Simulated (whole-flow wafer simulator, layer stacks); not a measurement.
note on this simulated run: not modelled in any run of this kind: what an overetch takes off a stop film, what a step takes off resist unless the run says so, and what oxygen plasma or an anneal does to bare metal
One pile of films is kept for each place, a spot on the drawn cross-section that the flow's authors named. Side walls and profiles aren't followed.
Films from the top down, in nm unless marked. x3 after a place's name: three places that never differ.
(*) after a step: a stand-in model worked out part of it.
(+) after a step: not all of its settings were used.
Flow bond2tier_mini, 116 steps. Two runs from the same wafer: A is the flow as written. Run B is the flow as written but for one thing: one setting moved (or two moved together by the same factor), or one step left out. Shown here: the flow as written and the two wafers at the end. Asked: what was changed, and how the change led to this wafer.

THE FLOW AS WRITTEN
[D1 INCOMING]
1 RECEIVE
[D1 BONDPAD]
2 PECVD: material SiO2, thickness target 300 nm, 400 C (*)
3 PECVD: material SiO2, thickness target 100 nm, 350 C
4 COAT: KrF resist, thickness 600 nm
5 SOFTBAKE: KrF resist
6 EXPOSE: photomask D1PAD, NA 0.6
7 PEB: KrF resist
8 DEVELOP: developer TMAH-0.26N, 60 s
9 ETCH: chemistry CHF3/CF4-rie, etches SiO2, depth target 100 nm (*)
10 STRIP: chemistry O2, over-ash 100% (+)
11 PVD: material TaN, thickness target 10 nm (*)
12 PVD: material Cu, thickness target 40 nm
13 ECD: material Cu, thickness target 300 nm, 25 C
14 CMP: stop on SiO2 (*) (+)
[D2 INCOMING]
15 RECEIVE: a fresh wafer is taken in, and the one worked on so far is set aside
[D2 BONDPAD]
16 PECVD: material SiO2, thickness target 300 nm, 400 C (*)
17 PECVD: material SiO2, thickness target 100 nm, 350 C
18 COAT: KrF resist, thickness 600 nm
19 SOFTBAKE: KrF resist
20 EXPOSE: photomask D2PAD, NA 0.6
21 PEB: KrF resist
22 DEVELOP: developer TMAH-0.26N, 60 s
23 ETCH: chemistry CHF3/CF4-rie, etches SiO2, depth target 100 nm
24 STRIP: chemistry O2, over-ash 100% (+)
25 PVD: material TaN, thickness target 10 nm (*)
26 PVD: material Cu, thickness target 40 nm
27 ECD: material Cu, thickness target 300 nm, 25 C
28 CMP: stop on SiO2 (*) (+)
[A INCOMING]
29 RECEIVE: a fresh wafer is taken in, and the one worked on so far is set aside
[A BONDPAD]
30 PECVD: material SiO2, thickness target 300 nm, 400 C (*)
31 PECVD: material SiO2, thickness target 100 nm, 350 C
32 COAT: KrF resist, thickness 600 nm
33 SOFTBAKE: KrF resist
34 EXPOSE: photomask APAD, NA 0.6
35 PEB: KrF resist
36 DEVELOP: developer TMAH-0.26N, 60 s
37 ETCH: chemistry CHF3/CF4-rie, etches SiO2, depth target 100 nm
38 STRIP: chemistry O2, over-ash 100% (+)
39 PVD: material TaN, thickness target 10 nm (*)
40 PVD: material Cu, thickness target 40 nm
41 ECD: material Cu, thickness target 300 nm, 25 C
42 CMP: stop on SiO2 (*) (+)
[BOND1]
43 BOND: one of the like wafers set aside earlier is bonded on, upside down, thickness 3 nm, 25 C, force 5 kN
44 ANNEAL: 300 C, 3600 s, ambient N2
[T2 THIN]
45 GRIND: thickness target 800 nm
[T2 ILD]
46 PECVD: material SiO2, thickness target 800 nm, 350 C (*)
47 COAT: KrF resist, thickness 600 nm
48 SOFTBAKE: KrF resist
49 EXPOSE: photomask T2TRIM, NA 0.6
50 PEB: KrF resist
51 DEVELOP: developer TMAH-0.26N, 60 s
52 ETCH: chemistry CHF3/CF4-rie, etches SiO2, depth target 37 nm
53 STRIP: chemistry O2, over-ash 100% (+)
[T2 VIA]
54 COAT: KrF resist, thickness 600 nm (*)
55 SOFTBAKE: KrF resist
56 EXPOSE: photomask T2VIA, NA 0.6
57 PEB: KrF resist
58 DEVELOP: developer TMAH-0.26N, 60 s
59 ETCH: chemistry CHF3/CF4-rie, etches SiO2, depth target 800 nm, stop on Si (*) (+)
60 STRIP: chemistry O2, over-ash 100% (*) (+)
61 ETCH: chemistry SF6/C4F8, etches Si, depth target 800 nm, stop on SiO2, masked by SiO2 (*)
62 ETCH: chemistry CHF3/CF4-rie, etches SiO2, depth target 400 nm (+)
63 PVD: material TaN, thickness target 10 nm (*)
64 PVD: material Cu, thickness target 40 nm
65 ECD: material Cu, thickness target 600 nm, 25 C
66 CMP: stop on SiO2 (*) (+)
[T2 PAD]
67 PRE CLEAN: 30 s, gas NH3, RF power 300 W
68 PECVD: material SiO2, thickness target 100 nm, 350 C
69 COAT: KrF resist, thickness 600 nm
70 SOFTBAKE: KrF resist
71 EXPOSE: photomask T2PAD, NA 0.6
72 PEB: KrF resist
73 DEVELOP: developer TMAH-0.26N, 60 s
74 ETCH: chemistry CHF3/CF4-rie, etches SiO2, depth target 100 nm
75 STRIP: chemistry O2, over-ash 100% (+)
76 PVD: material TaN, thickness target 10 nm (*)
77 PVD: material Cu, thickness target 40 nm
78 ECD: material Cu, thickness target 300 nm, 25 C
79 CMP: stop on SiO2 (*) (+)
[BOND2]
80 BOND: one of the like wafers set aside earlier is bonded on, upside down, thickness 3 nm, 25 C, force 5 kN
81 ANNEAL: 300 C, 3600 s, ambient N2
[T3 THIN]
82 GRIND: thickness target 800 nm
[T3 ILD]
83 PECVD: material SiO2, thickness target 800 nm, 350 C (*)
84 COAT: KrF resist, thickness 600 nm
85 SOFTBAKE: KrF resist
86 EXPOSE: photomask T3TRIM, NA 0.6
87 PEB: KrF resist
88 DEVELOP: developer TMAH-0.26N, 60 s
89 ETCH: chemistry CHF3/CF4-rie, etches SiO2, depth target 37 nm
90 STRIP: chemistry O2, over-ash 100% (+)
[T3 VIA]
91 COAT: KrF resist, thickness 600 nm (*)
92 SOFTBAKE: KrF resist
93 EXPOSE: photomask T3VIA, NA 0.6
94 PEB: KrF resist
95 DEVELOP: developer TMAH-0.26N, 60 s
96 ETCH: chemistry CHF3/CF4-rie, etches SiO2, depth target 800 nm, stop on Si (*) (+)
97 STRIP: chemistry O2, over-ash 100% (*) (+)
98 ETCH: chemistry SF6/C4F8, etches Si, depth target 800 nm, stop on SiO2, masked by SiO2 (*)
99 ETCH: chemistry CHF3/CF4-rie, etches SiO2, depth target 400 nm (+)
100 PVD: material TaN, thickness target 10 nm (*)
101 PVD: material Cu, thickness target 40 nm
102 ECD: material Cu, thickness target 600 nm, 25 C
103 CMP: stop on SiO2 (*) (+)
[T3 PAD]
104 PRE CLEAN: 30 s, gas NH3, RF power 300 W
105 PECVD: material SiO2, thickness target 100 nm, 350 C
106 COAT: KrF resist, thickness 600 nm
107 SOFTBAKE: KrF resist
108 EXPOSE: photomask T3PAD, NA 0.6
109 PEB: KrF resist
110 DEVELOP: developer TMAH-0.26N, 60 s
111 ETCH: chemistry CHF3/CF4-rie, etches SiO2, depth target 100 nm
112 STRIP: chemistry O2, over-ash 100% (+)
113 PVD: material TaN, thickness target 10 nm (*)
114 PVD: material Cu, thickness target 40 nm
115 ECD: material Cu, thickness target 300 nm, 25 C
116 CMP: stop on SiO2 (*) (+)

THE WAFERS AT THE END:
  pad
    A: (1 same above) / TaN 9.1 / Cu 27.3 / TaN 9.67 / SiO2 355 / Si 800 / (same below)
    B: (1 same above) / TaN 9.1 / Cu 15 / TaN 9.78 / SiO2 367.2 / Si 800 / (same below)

The cause: step 89, ETCH: depth target 24.8 nm was run, where the flow has depth target 37 nm.

How the change led to this, step by step:
  89 ETCH: chemistry CHF3/CF4-rie, etches SiO2, depth target 37 nm
      field: A KrF resist -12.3 | B KrF resist -8.27
      pad: A SiO2 -37 | B SiO2 -24.8
  102 ECD: material Cu, thickness target 600 nm, 25 C
      pad: A Cu +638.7 | B Cu +625.9
